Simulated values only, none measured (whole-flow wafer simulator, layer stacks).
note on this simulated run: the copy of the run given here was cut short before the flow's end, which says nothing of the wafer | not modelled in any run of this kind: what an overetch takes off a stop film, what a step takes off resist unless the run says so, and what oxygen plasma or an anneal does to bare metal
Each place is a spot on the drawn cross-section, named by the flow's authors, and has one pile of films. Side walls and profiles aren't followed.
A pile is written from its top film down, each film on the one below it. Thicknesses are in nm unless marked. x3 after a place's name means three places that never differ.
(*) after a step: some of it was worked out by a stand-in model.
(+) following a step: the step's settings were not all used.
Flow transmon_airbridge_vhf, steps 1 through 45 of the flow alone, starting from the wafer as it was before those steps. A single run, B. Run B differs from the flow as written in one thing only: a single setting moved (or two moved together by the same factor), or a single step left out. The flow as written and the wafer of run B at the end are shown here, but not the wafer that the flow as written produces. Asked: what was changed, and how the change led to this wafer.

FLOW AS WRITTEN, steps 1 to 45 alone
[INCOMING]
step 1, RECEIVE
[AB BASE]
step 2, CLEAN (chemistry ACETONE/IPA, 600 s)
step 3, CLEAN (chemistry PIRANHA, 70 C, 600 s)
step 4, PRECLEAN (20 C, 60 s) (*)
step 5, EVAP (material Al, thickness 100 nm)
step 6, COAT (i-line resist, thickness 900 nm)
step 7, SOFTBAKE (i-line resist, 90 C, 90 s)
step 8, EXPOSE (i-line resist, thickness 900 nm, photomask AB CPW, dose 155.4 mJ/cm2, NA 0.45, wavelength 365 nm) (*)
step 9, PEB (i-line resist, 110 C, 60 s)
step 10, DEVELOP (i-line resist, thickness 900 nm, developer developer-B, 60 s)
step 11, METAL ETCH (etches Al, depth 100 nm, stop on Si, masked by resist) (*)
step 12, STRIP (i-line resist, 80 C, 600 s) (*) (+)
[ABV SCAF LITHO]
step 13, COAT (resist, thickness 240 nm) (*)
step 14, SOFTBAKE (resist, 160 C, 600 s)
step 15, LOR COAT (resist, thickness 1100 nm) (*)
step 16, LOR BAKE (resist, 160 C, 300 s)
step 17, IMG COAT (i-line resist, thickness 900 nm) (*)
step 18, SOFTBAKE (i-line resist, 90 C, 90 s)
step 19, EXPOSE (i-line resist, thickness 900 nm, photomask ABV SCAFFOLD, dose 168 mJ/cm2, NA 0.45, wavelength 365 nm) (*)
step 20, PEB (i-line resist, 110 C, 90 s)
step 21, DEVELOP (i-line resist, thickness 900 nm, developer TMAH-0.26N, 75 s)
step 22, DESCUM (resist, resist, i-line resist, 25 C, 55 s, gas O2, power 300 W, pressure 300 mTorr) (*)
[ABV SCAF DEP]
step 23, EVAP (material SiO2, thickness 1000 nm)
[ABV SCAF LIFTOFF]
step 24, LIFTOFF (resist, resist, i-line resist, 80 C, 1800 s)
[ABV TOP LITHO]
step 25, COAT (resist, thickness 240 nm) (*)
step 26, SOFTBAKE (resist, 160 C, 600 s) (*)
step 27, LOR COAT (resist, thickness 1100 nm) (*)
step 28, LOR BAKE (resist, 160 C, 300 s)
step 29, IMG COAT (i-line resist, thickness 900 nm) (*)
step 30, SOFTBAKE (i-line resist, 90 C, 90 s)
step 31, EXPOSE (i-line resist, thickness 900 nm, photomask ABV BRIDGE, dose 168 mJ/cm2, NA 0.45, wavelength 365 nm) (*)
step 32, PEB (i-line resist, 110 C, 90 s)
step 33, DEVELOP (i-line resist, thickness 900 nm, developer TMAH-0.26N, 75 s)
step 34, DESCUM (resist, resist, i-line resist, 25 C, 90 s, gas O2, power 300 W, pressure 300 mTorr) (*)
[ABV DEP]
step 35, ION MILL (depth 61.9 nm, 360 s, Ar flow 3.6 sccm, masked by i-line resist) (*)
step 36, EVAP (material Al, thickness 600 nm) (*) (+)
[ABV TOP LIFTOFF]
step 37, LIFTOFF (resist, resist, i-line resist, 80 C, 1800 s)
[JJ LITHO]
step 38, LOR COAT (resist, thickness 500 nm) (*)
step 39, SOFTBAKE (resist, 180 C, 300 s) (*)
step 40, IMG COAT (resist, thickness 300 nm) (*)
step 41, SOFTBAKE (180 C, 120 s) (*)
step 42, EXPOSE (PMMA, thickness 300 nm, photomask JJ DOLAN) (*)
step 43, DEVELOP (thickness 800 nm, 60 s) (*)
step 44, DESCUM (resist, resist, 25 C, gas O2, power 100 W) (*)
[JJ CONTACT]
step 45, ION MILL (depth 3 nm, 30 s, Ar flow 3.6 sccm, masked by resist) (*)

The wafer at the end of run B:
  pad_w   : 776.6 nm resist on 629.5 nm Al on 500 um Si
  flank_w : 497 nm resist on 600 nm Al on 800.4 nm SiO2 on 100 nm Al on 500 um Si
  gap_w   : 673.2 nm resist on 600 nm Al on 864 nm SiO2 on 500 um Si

The reason: step 23, EVAP: thickness 900 nm was run, though the flow has thickness 1000 nm.

How this came from the change, step by step:
  step 23, EVAP (material SiO2, thickness 1000 nm)
      field x3, jj_line, ground_far and 10 more: SiO2 gains 900 (new film) (it would be, as written: SiO2 gains 1000 (new film))
      flank_w, flank_e: SiO2 gains 836.4 (new film) (it would be, as written: SiO2 gains 929.3 (new film))
  step 24, LIFTOFF (resist, resist, i-line resist, 80 C, 1800 s)
      field x3, jj_line, trace_open_s x2: SiO2 loses 900 (all of it), i-line resist loses 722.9 (all of it), resist loses 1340 (all of it) (it would be, as written: SiO2 loses 1000 (all of it), i-line resist loses 722.9 (all of it), resist loses 1340 (all of it))
      pad_w, pad_e: SiO2 loses 900 (all of it), i-line resist loses 718 (all of it), resist loses 1330.2 (all of it) (it would be, as written: SiO2 loses 1000 (all of it), i-line resist loses 718 (all of it), resist loses 1330.2 (all of it))
      (as well as at 1 more place)
  step 25, COAT (resist, thickness 240 nm) (*)
      gap_w, gap_e: resist gains 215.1 (new film) (it would be, as written: resist gains 210.7 (new film))
      margin_s, margin_n: resist gains 174.3 (new film) (it would be, as written: resist gains 168.6 (new film))
      (as well as at 1 more place)
  step 27, LOR COAT (resist, thickness 1100 nm) (*)
      margin_s, margin_n: resist gains 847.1 (it would be, as written: resist gains 823.4)
      flank_w: resist gains 847 (it would be, as written: resist gains 822.6)
      (as well as at 1 more place)
  step 29, IMG COAT (i-line resist, thickness 900 nm) (*)
      gap_w, gap_e: i-line resist gains 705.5 (new film) (it would be, as written: i-line resist gains 681.7 (new film))
      margin_s, margin_n: i-line resist gains 634.9 (new film) (it would be, as written: i-line resist gains 603.2 (new film))
      (as well as at 4 more places)
  step 32, PEB (i-line resist, 110 C, 90 s)
      flank_w, flank_e: i-line resist loses 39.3 (it would be, as written: i-line resist loses 38.3)
      gap_w, gap_e: i-line resist loses 36 (it would be, as written: i-line resist loses 34.7)
      (as well as at 4 more places)
  step 33, DEVELOP (i-line resist, thickness 900 nm, developer TMAH-0.26N, 75 s)
      gap_w, gap_e: i-line resist loses 669.5 (all of it), resist loses 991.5 (it would be, as written: i-line resist loses 646.9 (all of it), resist loses 977.8)
      flank_w: i-line resist loses 729.3 (all of it), resist loses 847 (it would be, as written: i-line resist loses 710.9 (all of it), resist loses 822.6)
      (as well as at 3 more places)
  step 34, DESCUM (resist, resist, i-line resist, 25 C, 90 s, gas O2, power 300 W, pressure 300 mTorr) (*)
      gap_w, gap_e: resist loses 215.1 (all of it) (it would be, as written: resist loses 210.7 (all of it))
      bridge_strip: resist loses 193.2 (all of it) (it would be, as written: resist loses 188.1 (all of it))
  step 37, LIFTOFF (resist, resist, i-line resist, 80 C, 1800 s)
      margin_s: Al loses 600 (all of it), i-line resist loses 348.3 (all of it), resist loses 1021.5 (all of it) (it would be, as written: Al loses 600 (all of it), i-line resist loses 318.3 (all of it), resist loses 992 (all of it))
      margin_n: Al loses 600 (all of it), i-line resist loses 348.4 (all of it), resist loses 1021.5 (all of it) (it would be, as written: Al loses 600 (all of it), i-line resist loses 318.3 (all of it), resist loses 992 (all of it))
  step 38, LOR COAT (resist, thickness 500 nm) (*)
      flank_w, flank_e: resist gains 313.5 (new film) (it would be, as written: resist gains 306.5 (new film))
  step 40, IMG COAT (resist, thickness 300 nm) (*)
      margin_s, margin_n: resist gains 254.9 (it would be, as written: resist gains 248.7)
      bridge_strip: resist gains 201.8 (it would be, as written: resist gains 197.1)
